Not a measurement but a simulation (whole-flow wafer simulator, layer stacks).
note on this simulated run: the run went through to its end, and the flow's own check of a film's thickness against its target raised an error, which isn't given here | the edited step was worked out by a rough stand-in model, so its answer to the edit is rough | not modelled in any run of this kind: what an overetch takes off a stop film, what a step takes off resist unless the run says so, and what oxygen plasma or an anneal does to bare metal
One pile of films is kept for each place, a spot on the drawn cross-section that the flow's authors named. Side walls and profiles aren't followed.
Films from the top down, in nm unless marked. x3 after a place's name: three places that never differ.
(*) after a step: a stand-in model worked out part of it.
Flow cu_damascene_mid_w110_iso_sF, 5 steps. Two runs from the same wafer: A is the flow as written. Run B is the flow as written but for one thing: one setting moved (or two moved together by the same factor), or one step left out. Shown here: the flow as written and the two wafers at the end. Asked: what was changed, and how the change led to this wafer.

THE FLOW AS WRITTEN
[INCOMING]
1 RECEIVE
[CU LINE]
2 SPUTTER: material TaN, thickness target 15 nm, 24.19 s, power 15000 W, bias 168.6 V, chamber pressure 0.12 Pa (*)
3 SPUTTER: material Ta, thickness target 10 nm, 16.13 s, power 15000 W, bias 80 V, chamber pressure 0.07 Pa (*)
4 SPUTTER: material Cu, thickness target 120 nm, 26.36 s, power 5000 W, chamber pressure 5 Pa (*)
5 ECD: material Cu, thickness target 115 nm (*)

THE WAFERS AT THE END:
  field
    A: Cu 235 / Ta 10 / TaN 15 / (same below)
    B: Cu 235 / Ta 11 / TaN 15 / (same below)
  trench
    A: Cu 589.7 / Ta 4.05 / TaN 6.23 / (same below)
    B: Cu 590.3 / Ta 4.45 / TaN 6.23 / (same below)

The cause: step 3, SPUTTER: 17.74 s was run, where the flow has 16.13 s.

How the change led to this, step by step:
  3 SPUTTER: material Ta, thickness target 10 nm, 16.13 s, power 15000 W, bias 80 V, chamber pressure 0.07 Pa (*)
      field: A Ta +10 (new film) | B Ta +11 (new film)
